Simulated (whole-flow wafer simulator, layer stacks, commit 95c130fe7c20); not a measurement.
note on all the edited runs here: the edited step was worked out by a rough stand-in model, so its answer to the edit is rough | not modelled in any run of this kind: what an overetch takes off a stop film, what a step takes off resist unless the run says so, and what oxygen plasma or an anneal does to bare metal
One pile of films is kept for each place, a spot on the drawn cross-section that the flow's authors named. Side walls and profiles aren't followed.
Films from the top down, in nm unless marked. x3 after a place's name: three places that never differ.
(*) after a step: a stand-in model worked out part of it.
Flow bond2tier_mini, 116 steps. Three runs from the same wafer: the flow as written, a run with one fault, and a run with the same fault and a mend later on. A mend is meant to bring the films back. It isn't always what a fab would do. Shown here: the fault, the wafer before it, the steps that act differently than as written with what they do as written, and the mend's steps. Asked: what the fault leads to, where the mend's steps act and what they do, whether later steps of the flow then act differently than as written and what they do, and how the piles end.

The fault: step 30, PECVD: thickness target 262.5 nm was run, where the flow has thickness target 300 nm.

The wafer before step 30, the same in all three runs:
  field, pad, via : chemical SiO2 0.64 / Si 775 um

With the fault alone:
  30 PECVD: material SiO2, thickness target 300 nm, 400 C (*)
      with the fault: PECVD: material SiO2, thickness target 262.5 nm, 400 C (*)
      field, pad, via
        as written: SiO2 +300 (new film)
        with the fault: SiO2 +262.5 (new film)
  No later step of the flow acts differently than as written at any place that is followed.
  At the end the piles differ from the flow's by more than 2% or 0.5 nm, whichever is larger, at field, pad.
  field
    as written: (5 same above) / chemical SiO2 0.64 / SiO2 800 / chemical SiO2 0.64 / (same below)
    with the fault: (5 same above) / chemical SiO2 0.64 / SiO2 762.5 / chemical SiO2 0.64 / (same below)
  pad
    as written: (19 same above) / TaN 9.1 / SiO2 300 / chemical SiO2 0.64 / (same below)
    with the fault: (19 same above) / TaN 9.1 / SiO2 262.5 / chemical SiO2 0.64 / (same below)

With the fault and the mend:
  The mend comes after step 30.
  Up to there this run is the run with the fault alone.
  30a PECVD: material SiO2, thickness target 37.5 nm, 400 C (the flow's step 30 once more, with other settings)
      field, pad, via
        SiO2 +37.5
  No later step of the flow acts differently than as written at any place that is followed.
  At the end the piles are the same as the flow's at every place that both follow.
